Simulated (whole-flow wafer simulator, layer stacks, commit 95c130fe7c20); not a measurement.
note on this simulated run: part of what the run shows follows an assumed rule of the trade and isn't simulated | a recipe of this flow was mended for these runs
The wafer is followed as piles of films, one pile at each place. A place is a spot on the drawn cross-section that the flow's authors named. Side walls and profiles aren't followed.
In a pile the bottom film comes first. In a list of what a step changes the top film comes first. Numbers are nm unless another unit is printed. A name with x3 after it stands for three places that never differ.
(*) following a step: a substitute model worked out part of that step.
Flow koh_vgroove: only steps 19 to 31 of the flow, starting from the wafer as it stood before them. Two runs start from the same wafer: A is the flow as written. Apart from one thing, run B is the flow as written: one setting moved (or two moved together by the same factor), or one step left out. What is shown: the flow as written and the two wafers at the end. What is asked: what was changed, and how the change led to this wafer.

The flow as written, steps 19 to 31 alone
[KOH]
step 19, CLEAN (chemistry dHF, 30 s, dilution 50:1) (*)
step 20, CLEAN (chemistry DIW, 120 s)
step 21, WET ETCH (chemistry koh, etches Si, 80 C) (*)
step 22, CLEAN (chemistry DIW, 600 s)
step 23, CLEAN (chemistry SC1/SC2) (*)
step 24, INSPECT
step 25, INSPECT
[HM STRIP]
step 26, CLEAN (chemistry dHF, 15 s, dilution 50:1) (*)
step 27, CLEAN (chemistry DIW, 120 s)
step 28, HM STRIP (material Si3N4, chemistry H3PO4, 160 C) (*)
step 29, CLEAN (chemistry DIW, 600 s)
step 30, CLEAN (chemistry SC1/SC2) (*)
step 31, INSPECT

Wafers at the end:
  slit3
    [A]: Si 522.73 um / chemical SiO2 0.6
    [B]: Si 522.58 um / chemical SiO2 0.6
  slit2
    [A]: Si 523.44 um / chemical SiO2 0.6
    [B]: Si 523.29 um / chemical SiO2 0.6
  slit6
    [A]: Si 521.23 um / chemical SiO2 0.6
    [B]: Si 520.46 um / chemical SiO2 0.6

What caused this: step 21, WET ETCH: 96 C was run, whereas the flow has 80 C.

Step by step, how the change led to this:
  step 21, WET ETCH (chemistry koh, etches Si, 80 C) (*)
      slit3: A Si loses 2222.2 | B Si loses 2374.8
      slit2: A Si loses 1515.1 | B Si loses 1667.7
      (as well as at 2 more places)
